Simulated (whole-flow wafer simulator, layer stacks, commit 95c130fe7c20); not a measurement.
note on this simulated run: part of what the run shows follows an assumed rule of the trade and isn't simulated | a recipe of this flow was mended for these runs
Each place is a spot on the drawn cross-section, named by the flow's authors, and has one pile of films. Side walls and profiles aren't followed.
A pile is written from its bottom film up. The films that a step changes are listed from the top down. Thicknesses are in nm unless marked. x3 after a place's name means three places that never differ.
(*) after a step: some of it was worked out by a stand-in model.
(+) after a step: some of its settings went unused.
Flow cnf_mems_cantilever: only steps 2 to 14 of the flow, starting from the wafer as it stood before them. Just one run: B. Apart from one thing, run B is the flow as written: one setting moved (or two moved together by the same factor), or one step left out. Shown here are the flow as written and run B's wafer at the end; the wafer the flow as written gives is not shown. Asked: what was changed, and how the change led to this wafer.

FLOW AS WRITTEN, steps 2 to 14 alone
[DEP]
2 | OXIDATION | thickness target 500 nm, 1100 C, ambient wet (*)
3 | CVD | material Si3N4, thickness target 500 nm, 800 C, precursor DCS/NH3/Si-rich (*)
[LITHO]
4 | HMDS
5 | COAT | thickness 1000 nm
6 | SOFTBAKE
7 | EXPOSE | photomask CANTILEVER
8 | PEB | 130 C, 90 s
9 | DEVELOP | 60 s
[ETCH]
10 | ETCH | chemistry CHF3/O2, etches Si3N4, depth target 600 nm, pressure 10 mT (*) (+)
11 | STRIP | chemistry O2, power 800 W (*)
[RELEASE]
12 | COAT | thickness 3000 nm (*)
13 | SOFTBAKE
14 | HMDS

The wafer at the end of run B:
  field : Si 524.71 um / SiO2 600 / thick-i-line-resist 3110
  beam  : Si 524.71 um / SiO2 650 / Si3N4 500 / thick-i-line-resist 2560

What caused this: step 2, OXIDATION: thickness target 650 nm was run, though the flow has thickness target 500 nm.
The wafer itself shows it: beam has SiO2 650, and step 2 as written asks for 500 nm.

How this came from the change, step by step:
  2 | OXIDATION | thickness target 500 nm, 1100 C, ambient wet (*)
      field, beam: +650 SiO2 (new film), -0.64 chemical SiO2 (all of it), -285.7 Si (as written it would have been: +500 SiO2 (new film), -0.64 chemical SiO2 (all of it), -219.7 Si)
